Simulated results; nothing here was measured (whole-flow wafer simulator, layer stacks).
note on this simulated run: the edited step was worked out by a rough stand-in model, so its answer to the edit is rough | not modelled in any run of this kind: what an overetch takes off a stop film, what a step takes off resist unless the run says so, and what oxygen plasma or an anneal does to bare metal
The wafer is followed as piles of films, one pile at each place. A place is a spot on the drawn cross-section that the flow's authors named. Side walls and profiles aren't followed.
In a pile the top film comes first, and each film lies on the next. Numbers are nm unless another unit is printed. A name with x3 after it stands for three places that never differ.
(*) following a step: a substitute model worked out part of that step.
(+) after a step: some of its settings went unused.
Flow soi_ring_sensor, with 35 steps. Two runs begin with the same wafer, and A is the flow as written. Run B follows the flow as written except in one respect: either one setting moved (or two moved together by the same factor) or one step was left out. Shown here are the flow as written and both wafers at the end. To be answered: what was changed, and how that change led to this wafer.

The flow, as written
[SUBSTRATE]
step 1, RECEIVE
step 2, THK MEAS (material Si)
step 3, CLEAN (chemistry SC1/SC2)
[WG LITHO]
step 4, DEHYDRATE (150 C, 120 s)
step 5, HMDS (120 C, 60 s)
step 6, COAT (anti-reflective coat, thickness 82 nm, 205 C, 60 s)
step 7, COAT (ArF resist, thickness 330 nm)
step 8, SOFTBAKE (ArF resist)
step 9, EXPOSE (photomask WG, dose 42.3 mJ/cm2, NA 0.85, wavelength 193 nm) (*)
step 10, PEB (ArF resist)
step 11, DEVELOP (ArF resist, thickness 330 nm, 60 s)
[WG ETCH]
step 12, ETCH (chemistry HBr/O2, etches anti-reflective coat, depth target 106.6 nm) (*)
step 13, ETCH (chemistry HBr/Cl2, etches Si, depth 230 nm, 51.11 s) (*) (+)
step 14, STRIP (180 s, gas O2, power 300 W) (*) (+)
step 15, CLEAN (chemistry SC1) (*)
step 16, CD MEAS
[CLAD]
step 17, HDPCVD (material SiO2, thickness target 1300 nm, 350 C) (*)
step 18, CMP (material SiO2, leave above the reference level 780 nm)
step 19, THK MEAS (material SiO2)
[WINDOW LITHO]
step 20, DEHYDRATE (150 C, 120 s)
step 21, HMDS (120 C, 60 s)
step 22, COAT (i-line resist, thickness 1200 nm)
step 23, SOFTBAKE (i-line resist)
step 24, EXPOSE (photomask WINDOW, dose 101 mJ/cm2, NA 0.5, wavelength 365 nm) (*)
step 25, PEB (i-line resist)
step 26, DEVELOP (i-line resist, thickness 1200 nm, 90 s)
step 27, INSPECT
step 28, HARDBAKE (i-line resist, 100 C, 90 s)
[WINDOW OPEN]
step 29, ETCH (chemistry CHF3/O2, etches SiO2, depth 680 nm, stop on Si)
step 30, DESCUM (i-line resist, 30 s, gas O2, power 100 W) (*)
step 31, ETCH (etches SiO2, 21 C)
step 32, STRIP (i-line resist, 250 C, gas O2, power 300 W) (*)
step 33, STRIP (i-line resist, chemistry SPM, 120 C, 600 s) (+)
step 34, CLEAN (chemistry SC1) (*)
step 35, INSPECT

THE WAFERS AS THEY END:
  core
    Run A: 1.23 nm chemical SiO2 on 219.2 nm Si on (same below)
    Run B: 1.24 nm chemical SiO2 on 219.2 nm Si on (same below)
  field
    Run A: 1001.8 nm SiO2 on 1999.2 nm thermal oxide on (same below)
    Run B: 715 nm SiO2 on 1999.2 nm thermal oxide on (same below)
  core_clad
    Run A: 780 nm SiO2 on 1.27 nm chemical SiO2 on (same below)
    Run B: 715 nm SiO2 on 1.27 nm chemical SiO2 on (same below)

The reason: step 17, HDPCVD: thickness target 715 nm was run, though the flow has thickness target 1300 nm.

The path from the change to this, step by step:
  step 17, HDPCVD (material SiO2, thickness target 1300 nm, 350 C) (*)
      core, gap, window, field, core_clad, gap_clad: A SiO2 gains 1300 (new film) | B SiO2 gains 715 (new film)
  step 18, CMP (material SiO2, leave above the reference level 780 nm)
      gap, window, field, gap_clad: A SiO2 loses 298.2 | B nothing
      core, core_clad: A SiO2 loses 520 | B nothing
  step 22, COAT (i-line resist, thickness 1200 nm)
      core, core_clad: A i-line resist gains 1200 (new film) | B i-line resist gains 1008.8 (new film)
      gap, gap_clad: A i-line resist gains 1200 (new film) | B i-line resist gains 1232.8 (new film)
  step 23, SOFTBAKE (i-line resist)
      core, core_clad: A nothing | B i-line resist loses 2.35
      gap, gap_clad: A nothing | B i-line resist loses 2.89
      (also at 1 further place)
  step 25, PEB (i-line resist)
      core, core_clad: A i-line resist loses 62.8 | B i-line resist loses 52.3
      gap, gap_clad: A i-line resist loses 62.8 | B i-line resist loses 64.4
  step 26, DEVELOP (i-line resist, thickness 1200 nm, 90 s)
      core: A i-line resist loses 1137.2 (all of it) | B i-line resist loses 954.1 (all of it)
      gap: A i-line resist loses 1137.2 (all of it) | B i-line resist loses 1165.5 (all of it)
  step 31, ETCH (etches SiO2, 21 C)
      core: A SiO2 loses 100 (all of it), chemical SiO2 loses 1.27 (all of it) | B SiO2 loses 35 (all of it), chemical SiO2 loses 1.27 (all of it)
  step 32, STRIP (i-line resist, 250 C, gas O2, power 300 W) (*)
      core_clad: A i-line resist loses 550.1 (all of it) | B i-line resist loses 367.4 (all of it)
